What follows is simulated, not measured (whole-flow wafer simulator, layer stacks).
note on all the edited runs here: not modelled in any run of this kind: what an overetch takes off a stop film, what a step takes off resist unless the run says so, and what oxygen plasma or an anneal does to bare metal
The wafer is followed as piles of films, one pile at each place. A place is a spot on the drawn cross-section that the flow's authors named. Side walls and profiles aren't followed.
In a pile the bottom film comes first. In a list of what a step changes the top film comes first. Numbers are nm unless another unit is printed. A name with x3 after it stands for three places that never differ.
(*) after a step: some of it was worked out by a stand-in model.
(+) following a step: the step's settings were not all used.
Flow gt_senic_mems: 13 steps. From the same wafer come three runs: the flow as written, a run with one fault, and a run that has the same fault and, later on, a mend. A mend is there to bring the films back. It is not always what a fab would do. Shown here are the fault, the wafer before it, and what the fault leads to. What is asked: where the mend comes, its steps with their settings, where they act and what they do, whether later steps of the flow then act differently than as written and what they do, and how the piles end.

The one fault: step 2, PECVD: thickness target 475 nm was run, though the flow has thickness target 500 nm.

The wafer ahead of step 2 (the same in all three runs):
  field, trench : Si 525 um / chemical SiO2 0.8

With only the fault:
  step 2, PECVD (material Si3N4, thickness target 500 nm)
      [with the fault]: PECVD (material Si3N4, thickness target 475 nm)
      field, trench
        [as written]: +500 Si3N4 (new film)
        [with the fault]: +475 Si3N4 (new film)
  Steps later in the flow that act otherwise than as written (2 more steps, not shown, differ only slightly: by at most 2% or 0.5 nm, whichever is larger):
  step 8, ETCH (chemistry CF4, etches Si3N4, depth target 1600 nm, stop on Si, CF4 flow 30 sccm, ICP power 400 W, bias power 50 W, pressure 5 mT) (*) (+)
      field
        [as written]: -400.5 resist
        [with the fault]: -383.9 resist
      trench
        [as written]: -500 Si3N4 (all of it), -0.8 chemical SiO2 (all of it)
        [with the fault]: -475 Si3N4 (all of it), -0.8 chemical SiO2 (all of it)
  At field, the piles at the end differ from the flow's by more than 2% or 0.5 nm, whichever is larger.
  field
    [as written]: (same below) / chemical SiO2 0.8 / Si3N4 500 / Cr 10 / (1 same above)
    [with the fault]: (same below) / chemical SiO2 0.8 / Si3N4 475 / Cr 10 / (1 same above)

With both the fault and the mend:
  The mend stands after step 2.
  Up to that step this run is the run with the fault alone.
  step 2a, PECVD (material Si3N4, thickness target 25 nm) (the flow's step 2, run once more with other settings)
      field, trench
        +25 Si3N4
  None of the later steps of the flow acts differently than as written at any place that is followed.
  The piles end the same as the flow's at every place that both follow.
